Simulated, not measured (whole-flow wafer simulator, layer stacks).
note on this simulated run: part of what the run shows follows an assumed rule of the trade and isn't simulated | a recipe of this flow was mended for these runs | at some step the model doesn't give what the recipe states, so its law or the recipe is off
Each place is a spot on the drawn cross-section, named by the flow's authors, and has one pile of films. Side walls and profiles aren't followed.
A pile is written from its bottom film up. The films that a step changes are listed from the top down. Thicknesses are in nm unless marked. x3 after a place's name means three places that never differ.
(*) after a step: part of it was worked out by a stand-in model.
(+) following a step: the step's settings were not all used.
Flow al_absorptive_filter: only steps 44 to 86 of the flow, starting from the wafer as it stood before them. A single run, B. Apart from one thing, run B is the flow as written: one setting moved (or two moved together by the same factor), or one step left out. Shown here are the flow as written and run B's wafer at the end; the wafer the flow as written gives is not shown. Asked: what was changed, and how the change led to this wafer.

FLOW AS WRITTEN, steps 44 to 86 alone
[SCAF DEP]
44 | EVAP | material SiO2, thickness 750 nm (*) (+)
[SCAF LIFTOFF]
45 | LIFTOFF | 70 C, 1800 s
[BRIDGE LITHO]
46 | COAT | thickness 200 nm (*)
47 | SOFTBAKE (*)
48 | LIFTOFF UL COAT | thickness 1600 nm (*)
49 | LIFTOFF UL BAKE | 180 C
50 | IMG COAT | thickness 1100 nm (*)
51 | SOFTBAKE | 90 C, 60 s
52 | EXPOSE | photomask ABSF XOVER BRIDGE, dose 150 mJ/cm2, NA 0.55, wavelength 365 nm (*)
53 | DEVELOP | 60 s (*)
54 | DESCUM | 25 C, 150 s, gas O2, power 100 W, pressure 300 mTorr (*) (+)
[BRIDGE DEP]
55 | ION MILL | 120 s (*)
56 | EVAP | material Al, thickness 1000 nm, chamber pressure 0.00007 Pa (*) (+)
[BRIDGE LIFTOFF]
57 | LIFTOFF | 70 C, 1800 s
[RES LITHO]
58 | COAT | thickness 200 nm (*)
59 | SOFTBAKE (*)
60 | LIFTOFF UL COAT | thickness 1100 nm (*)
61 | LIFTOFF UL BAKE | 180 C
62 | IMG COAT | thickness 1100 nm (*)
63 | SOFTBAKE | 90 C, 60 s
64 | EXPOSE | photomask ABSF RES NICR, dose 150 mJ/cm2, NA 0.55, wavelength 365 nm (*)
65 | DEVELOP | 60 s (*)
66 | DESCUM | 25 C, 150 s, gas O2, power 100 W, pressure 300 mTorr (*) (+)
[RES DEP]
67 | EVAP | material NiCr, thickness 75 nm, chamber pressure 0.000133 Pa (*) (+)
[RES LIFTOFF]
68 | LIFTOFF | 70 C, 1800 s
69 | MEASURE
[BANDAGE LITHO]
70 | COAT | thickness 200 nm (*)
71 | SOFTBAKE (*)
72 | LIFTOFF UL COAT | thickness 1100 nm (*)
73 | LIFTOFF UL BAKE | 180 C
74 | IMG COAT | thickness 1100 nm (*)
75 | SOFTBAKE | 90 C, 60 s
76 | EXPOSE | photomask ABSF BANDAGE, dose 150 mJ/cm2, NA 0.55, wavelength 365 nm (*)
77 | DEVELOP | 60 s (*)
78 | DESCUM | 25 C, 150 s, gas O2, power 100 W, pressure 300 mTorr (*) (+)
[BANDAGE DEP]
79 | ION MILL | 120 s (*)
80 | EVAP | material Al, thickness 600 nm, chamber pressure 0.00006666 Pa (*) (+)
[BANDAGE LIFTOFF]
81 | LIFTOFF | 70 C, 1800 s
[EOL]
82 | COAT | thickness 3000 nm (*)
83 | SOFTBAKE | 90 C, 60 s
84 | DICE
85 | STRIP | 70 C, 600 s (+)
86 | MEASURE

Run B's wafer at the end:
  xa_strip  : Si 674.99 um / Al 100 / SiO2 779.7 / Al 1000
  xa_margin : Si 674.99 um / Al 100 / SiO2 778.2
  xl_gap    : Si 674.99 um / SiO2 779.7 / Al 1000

Cause: step 44, EVAP: thickness 804 nm was run, whereas the flow has thickness 750 nm.

The path from the change to this, step by step:
  44 | EVAP | material SiO2, thickness 750 nm (*) (+)
      gnd, pad_far, pad_near and 10 more: SiO2 gains 804 (new film) (in the flow as written it would be: SiO2 gains 750 (new film))
      xa_margin: SiO2 gains 778.2 (new film) (in the flow as written it would be: SiO2 gains 726 (new film))
  45 | LIFTOFF | 70 C, 1800 s
      gnd, xa_field, xl_land, idc_field: SiO2 loses 804 (all of it), i-line-resist loses 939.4 (all of it), lift-off-underlayer loses 1100 (all of it), acrylic-e-beam-resist loses 200 (all of it) (in the flow as written it would be: SiO2 loses 750 (all of it), i-line-resist loses 939.4 (all of it), lift-off-underlayer loses 1100 (all of it), acrylic-e-beam-resist loses 200 (all of it))
      pad_far: SiO2 loses 804 (all of it), i-line-resist loses 937 (all of it), lift-off-underlayer loses 1092.7 (all of it), acrylic-e-beam-resist loses 198.5 (all of it) (in the flow as written it would be: SiO2 loses 750 (all of it), i-line-resist loses 937 (all of it), lift-off-underlayer loses 1092.7 (all of it), acrylic-e-beam-resist loses 198.5 (all of it))
      (also at 5 further places)
  46 | COAT | thickness 200 nm (*)
      xa_strip: acrylic-e-beam-resist gains 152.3 (new film) (in the flow as written it would be: acrylic-e-beam-resist gains 156.7 (new film))
      xl_gap: acrylic-e-beam-resist gains 94.3 (new film) (in the flow as written it would be: acrylic-e-beam-resist gains 97.9 (new film))
      (also at 1 further place)
  48 | LIFTOFF UL COAT | thickness 1600 nm (*)
      xa_margin: lift-off-underlayer gains 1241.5 (new film) (in the flow as written it would be: lift-off-underlayer gains 1268 (new film))
      xl_gap: lift-off-underlayer gains 1290.4 (new film) (in the flow as written it would be: lift-off-underlayer gains 1316.9 (new film))
  53 | DEVELOP | 60 s (*)
      xl_gap: i-line-resist loses 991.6 (all of it), lift-off-underlayer loses 1290.4 (all of it) (in the flow as written it would be: i-line-resist loses 1001.2 (all of it), lift-off-underlayer loses 1316.9 (all of it))
  54 | DESCUM | 25 C, 150 s, gas O2, power 100 W, pressure 300 mTorr (*) (+)
      xa_strip: acrylic-e-beam-resist loses 152.3 (all of it) (in the flow as written it would be: acrylic-e-beam-resist loses 156.7 (all of it))
      xl_gap: acrylic-e-beam-resist loses 94.3 (all of it) (in the flow as written it would be: acrylic-e-beam-resist loses 97.9 (all of it))
      (also at 1 further place)
  57 | LIFTOFF | 70 C, 1800 s
      xa_margin: Al loses 1000 (all of it), i-line-resist loses 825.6 (all of it), lift-off-underlayer loses 1241.5 (all of it), acrylic-e-beam-resist loses 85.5 (all of it) (in the flow as written it would be: Al loses 1000 (all of it), i-line-resist loses 836.1 (all of it), lift-off-underlayer loses 1268 (all of it), acrylic-e-beam-resist loses 87.1 (all of it))
  58 | COAT | thickness 200 nm (*)
      xa_margin: acrylic-e-beam-resist gains 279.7 (new film) (in the flow as written it would be: acrylic-e-beam-resist gains 288.1 (new film))
      xa_strip: acrylic-e-beam-resist gains 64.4 (new film) (in the flow as written it would be: acrylic-e-beam-resist gains 66.9 (new film))
      (also at 2 further places)
  60 | LIFTOFF UL COAT | thickness 1100 nm (*)
      xa_strip: lift-off-underlayer gains 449 (new film) (in the flow as written it would be: lift-off-underlayer gains 459.8 (new film))
      xl_gap: lift-off-underlayer gains 808.6 (new film) (in the flow as written it would be: lift-off-underlayer gains 831.4 (new film))
      (also at 1 further place)
  62 | IMG COAT | thickness 1100 nm (*)
      xa_margin: i-line-resist gains 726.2 (new film) (in the flow as written it would be: i-line-resist gains 741.1 (new film))
      xa_strip: i-line-resist gains 558 (new film) (in the flow as written it would be: i-line-resist gains 577.9 (new film))
  68 | LIFTOFF | 70 C, 1800 s
      xa_margin: NiCr loses 75 (all of it), i-line-resist loses 583.1 (all of it), lift-off-underlayer loses 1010 (all of it), acrylic-e-beam-resist loses 279.7 (all of it) (in the flow as written it would be: NiCr loses 75 (all of it), i-line-resist loses 598.1 (all of it), lift-off-underlayer loses 1021 (all of it), acrylic-e-beam-resist loses 288.1 (all of it))
      xa_strip: NiCr loses 75 (all of it), i-line-resist loses 413.5 (all of it), lift-off-underlayer loses 449 (all of it), acrylic-e-beam-resist loses 64.4 (all of it) (in the flow as written it would be: NiCr loses 75 (all of it), i-line-resist loses 433.3 (all of it), lift-off-underlayer loses 459.8 (all of it), acrylic-e-beam-resist loses 66.9 (all of it))
      (also at 2 further places)
  70 | COAT | thickness 200 nm (*)
      xa_margin: acrylic-e-beam-resist gains 279.7 (new film) (in the flow as written it would be: acrylic-e-beam-resist gains 288.1 (new film))
      xa_strip: acrylic-e-beam-resist gains 64.4 (new film) (in the flow as written it would be: acrylic-e-beam-resist gains 66.9 (new film))
      (also at 2 further places)
  72 | LIFTOFF UL COAT | thickness 1100 nm (*)
      xa_strip: lift-off-underlayer gains 449 (new film) (in the flow as written it would be: lift-off-underlayer gains 459.8 (new film))
      xl_gap: lift-off-underlayer gains 815 (new film) (in the flow as written it would be: lift-off-underlayer gains 837.4 (new film))
  74 | IMG COAT | thickness 1100 nm (*)
      xa_margin: i-line-resist gains 726.2 (new film) (in the flow as written it would be: i-line-resist gains 741.1 (new film))
      xa_strip: i-line-resist gains 558 (new film) (in the flow as written it would be: i-line-resist gains 577.9 (new film))
  81 | LIFTOFF | 70 C, 1800 s
      xa_margin: Al loses 600 (all of it), i-line-resist loses 589.4 (all of it), lift-off-underlayer loses 1010 (all of it), acrylic-e-beam-resist loses 279.7 (all of it) (in the flow as written it would be: Al loses 600 (all of it), i-line-resist loses 604.4 (all of it), lift-off-underlayer loses 1021 (all of it), acrylic-e-beam-resist loses 288.1 (all of it))
      xa_strip: Al loses 600 (all of it), i-line-resist loses 419.8 (all of it), lift-off-underlayer loses 449 (all of it), acrylic-e-beam-resist loses 64.4 (all of it) (in the flow as written it would be: Al loses 600 (all of it), i-line-resist loses 439.6 (all of it), lift-off-underlayer loses 459.8 (all of it), acrylic-e-beam-resist loses 66.9 (all of it))
      (also at 2 further places)
  82 | COAT | thickness 3000 nm (*)
      xa_strip: i-line-resist gains 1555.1 (new film) (in the flow as written it would be: i-line-resist gains 1594.3 (new film))
  ... 1 further step ...
  85 | STRIP | 70 C, 600 s (+)
      xa_strip: i-line-resist loses 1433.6 (all of it) (in the flow as written it would be: i-line-resist loses 1477 (all of it))
